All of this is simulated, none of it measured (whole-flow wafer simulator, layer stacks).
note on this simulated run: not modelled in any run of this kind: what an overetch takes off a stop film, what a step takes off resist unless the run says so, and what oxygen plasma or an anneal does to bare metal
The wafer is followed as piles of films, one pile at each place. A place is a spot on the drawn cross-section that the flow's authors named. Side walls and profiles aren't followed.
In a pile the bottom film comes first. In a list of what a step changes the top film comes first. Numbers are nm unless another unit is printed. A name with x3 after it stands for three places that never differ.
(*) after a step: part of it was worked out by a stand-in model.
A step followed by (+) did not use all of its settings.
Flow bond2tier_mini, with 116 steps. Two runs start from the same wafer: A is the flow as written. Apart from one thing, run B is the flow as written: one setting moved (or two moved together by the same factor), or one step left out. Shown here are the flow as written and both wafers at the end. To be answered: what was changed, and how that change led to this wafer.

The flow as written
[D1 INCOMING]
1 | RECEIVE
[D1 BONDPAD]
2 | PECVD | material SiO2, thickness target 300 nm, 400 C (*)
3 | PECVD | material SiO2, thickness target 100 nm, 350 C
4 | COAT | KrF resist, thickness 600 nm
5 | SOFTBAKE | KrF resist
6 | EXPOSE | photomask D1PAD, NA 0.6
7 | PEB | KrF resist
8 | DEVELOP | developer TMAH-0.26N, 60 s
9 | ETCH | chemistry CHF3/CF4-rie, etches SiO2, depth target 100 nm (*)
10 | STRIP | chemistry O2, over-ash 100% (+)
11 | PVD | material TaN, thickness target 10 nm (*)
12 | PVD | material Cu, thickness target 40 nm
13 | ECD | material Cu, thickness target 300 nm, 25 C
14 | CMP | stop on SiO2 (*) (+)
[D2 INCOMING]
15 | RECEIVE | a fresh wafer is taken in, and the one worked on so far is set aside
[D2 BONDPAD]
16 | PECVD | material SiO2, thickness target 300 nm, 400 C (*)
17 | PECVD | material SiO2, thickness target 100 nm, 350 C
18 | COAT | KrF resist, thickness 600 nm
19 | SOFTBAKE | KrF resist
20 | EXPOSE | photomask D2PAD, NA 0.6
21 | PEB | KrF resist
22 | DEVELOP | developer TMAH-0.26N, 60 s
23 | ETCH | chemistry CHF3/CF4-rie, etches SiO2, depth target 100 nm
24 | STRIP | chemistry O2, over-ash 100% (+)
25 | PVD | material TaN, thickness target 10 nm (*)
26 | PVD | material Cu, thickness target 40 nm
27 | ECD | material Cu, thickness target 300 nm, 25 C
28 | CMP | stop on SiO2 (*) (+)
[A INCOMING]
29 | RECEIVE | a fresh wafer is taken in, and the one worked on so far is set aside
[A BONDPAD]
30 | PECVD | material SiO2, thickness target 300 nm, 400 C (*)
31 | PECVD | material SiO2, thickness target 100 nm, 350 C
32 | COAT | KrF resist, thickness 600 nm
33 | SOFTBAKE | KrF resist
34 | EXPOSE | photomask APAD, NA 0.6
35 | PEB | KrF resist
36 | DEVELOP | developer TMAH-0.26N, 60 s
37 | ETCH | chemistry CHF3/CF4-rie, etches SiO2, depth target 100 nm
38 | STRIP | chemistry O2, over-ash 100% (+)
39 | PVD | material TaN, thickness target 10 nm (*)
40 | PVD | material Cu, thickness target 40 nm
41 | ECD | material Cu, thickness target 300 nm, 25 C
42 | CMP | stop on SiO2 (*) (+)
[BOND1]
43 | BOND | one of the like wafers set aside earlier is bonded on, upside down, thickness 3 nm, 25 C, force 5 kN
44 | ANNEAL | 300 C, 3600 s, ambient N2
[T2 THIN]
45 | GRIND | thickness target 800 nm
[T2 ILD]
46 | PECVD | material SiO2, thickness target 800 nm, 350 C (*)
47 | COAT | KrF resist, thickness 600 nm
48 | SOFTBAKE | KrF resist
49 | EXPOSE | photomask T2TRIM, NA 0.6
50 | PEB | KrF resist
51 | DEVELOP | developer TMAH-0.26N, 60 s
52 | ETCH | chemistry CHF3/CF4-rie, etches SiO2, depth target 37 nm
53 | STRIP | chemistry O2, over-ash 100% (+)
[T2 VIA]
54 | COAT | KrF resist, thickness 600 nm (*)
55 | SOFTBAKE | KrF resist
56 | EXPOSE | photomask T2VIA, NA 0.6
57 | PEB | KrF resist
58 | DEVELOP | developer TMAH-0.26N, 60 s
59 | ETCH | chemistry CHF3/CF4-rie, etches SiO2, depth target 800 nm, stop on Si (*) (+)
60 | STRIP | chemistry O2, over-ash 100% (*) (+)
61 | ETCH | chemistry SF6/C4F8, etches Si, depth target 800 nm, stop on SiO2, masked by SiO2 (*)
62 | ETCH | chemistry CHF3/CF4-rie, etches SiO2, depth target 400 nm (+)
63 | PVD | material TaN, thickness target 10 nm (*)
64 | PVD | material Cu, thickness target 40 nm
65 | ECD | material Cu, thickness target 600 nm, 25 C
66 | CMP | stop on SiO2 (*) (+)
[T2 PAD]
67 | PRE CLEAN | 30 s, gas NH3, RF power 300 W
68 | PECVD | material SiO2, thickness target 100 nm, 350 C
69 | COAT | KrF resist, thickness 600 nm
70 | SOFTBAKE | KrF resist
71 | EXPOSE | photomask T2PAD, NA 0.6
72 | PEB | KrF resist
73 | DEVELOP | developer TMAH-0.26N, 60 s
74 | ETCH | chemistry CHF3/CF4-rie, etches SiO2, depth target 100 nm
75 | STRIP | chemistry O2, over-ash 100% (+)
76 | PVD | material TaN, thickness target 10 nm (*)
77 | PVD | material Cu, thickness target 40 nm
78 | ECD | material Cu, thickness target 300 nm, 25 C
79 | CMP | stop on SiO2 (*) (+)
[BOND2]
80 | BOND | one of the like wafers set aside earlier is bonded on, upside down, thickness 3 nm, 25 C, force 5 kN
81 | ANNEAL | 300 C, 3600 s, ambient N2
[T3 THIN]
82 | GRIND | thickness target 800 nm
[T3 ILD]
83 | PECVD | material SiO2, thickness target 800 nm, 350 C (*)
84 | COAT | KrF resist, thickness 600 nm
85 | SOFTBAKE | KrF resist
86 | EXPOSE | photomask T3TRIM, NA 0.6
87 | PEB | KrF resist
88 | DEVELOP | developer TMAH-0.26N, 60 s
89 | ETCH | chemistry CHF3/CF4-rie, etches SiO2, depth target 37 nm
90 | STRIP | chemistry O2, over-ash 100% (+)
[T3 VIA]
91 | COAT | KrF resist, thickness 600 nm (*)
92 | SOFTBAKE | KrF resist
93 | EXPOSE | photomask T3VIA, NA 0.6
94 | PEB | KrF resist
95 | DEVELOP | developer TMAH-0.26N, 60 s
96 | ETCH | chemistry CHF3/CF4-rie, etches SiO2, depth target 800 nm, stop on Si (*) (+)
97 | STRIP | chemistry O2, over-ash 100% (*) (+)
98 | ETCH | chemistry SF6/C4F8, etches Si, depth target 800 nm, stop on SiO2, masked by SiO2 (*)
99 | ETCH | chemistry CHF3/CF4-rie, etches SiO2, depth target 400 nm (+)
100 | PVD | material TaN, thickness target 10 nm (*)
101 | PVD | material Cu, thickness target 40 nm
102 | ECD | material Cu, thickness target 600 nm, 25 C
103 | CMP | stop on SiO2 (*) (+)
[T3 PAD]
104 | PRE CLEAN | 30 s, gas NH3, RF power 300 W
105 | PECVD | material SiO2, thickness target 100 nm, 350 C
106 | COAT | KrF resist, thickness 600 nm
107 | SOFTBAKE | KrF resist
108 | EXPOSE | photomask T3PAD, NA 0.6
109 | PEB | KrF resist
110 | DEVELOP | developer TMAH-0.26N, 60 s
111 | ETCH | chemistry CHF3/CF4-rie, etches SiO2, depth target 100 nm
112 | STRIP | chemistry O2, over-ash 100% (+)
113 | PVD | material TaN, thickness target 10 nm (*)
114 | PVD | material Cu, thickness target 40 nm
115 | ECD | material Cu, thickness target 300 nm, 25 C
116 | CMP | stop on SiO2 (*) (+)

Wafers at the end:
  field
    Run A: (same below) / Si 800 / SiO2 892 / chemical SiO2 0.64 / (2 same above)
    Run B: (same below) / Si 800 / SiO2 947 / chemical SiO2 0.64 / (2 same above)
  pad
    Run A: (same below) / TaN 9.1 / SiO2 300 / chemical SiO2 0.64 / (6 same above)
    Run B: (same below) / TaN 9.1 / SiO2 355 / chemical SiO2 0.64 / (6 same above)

Cause: step 17, PECVD: thickness target 155 nm was run, though the flow has thickness target 100 nm.

How this came from the change, step by step:
  17 | PECVD | material SiO2, thickness target 100 nm, 350 C
      field, pad, via: A SiO2 gains 100 | B SiO2 gains 155
  80 | BOND | one of the like wafers set aside earlier is bonded on, upside down, thickness 3 nm, 25 C, force 5 kN
      field: A Si gains 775 um (new film), chemical SiO2 gains 0.64 (new film), SiO2 gains 400 | B Si gains 775 um (new film), chemical SiO2 gains 0.64 (new film), SiO2 gains 455
      pad: A Si gains 775 um (new film), chemical SiO2 gains 0.64 (new film), SiO2 gains 300 (new film), TaN gains 9.1 (new film), Cu gains 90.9 | B Si gains 775 um (new film), chemical SiO2 gains 0.64 (new film), SiO2 gains 355 (new film), TaN gains 9.1 (new film), Cu gains 90.9
